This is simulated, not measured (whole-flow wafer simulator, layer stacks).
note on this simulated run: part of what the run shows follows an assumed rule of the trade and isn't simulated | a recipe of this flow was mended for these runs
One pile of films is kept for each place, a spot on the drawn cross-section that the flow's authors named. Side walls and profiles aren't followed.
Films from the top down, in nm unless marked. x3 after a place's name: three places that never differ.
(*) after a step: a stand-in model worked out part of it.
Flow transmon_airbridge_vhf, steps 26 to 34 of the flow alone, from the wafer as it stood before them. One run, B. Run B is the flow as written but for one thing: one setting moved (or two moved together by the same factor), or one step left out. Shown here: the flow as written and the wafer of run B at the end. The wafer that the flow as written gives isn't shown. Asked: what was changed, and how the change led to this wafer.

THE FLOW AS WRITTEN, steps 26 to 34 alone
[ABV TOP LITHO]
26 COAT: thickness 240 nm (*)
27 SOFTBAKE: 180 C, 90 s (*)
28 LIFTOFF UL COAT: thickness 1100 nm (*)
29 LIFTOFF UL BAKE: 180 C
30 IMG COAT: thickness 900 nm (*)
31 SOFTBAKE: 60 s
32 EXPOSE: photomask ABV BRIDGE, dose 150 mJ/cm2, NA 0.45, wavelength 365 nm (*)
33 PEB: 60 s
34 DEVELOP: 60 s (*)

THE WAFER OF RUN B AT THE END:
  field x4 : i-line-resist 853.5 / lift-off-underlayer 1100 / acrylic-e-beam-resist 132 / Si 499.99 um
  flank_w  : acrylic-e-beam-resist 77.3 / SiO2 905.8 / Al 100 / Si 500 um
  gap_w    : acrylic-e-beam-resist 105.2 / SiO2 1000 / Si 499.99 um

The cause: step 26, COAT: thickness 132 nm was run, where the flow has thickness 240 nm.
It can be read off the wafer: field x4 has acrylic-e-beam-resist 132, and step 26 as written asks for 240 nm.

How the change led to this, step by step:
  26 COAT: thickness 240 nm (*)
      field x4, trace_open_s x2: acrylic-e-beam-resist +132 (new film) (as written it would be: acrylic-e-beam-resist +240 (new film))
      flank_w, flank_e: acrylic-e-beam-resist +77.3 (new film) (as written it would be: acrylic-e-beam-resist +155.2 (new film))
      (and at 9 more places)
  28 LIFTOFF UL COAT: thickness 1100 nm (*)
      flank_w: lift-off-underlayer +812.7 (new film) (as written it would be: lift-off-underlayer +832.3 (new film))
      flank_e: lift-off-underlayer +812.8 (new film) (as written it would be: lift-off-underlayer +832.5 (new film))
  34 DEVELOP: 60 s (*)
      flank_w: i-line-resist -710 (all of it), lift-off-underlayer -812.7 (all of it) (as written it would be: i-line-resist -716.4 (all of it), lift-off-underlayer -832.3 (all of it))
      flank_e: i-line-resist -710 (all of it), lift-off-underlayer -812.8 (all of it) (as written it would be: i-line-resist -716.4 (all of it), lift-off-underlayer -832.5 (all of it))
